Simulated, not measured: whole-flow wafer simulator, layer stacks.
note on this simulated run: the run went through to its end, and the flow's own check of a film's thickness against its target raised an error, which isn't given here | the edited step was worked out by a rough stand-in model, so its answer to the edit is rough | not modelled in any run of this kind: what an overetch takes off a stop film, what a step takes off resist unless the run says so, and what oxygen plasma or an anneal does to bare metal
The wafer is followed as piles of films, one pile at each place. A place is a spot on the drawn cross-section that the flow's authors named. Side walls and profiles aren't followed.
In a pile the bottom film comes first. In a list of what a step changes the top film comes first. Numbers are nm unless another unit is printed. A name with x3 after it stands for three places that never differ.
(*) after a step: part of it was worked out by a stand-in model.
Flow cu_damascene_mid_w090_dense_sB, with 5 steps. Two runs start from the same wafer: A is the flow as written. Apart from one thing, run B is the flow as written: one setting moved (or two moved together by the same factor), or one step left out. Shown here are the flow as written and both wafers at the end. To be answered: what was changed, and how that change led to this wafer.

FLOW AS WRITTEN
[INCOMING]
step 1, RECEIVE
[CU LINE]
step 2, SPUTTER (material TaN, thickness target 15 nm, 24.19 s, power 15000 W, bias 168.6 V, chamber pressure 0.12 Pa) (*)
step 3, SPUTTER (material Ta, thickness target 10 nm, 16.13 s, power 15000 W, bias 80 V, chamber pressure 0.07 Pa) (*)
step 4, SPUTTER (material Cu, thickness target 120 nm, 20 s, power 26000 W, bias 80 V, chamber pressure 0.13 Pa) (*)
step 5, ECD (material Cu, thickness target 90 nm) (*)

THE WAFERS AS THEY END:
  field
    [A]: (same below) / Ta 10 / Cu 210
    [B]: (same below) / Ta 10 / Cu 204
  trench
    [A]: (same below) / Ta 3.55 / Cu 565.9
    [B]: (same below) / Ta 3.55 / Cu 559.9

The reason: step 4, SPUTTER: thickness target 114 nm was run, whereas the flow has thickness target 120 nm; step 4, SPUTTER: 19 s was run, where the flow has 20 s.

The path from the change to this, step by step:
  step 4, SPUTTER (material Cu, thickness target 120 nm, 20 s, power 26000 W, bias 80 V, chamber pressure 0.13 Pa) (*)
      field: A +120 Cu (new film) | B +114 Cu (new film)
      trench: A +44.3 Cu (new film) | B +42.1 Cu (new film)
